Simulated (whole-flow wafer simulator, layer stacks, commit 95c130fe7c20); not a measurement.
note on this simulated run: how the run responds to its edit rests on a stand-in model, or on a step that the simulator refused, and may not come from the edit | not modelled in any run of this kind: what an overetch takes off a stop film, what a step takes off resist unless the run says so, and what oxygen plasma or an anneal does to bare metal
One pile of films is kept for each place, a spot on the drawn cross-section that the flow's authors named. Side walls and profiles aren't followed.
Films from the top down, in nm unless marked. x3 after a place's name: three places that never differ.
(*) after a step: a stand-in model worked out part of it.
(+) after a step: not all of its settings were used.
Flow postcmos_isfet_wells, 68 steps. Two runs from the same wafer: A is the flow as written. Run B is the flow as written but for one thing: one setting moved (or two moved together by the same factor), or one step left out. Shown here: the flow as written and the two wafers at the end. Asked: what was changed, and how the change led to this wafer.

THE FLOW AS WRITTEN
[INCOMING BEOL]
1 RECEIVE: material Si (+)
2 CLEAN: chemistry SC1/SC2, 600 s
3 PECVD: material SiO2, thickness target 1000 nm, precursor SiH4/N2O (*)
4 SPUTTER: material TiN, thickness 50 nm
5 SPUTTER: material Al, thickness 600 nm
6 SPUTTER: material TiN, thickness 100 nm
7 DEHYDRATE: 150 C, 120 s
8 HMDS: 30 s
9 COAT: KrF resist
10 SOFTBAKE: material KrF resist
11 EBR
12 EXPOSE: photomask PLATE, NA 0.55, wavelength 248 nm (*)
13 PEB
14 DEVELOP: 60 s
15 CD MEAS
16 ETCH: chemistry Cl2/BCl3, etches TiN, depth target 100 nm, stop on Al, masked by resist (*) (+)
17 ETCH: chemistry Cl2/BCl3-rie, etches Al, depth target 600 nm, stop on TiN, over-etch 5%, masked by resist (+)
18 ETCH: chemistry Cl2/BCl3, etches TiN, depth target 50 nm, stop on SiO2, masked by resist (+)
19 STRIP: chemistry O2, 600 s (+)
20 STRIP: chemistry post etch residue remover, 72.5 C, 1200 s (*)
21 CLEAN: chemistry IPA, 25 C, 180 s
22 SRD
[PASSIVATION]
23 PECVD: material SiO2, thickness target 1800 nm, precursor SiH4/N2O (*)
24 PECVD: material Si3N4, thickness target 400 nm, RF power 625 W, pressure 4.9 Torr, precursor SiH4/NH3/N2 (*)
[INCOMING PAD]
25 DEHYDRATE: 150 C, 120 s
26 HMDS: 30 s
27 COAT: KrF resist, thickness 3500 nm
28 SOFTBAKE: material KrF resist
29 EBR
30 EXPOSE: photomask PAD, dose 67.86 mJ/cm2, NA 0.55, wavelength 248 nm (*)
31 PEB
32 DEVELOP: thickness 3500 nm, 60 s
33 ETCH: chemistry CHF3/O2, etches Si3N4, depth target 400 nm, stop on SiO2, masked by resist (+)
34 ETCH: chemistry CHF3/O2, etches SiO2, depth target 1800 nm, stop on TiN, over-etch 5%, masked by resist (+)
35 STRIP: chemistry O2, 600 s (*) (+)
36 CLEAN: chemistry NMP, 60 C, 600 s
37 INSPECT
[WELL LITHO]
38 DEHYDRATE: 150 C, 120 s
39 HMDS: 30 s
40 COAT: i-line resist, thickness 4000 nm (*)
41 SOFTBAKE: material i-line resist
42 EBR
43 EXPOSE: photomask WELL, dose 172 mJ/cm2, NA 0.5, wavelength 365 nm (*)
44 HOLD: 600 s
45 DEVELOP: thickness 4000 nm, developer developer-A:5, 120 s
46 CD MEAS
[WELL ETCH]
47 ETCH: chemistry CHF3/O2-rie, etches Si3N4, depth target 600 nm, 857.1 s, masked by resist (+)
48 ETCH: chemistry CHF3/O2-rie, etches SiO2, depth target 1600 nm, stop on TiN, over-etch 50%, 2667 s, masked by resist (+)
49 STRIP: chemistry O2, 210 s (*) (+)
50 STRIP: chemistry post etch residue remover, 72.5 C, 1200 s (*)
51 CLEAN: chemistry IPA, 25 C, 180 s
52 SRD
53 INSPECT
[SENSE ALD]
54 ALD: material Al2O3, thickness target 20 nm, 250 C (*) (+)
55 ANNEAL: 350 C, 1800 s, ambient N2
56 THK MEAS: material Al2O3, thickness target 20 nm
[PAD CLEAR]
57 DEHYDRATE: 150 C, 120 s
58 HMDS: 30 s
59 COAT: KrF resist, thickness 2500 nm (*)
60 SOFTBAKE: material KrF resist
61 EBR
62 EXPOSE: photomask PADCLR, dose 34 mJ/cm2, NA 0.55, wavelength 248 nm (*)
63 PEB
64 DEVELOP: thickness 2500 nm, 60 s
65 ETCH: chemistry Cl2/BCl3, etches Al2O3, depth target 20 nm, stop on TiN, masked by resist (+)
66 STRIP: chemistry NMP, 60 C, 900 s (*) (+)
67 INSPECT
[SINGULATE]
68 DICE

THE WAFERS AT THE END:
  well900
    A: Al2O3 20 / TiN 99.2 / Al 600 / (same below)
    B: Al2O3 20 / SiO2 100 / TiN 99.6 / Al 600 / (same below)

The cause: step 48, ETCH: depth target 1000 nm was run, where the flow has depth target 1600 nm; step 48, ETCH: 1667 s was run, where the flow has 2667 s.

How the change led to this, step by step:
  48 ETCH: chemistry CHF3/O2-rie, etches SiO2, depth target 1600 nm, stop on TiN, over-etch 50%, 2667 s, masked by resist (+)
      well900, well1300 x3: A SiO2 -1600 (all of it) | B SiO2 -1500
      field, margin, pad_rim, pad_clr, pad_open: A i-line resist -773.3 | B i-line resist -483.3
  49 STRIP: chemistry O2, 210 s (*) (+)
      field, margin, pad_rim: A i-line resist -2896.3 (all of it) | B i-line resist -3186.3 (all of it)
      pad_clr: A i-line resist -1996.5 (all of it) | B i-line resist -2286.5 (all of it)
      (and at 1 more place)
  59 COAT: KrF resist, thickness 2500 nm (*)
      field: A KrF resist +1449 (new film) | B KrF resist +1497 (new film)
      margin: A KrF resist +1448.9 (new film) | B KrF resist +1496.9 (new film)
  66 STRIP: chemistry NMP, 60 C, 900 s (*) (+)
      field: A KrF resist -1400.1 (all of it) | B KrF resist -1447.8 (all of it)
      margin: A KrF resist -1400.1 (all of it) | B KrF resist -1447.7 (all of it)
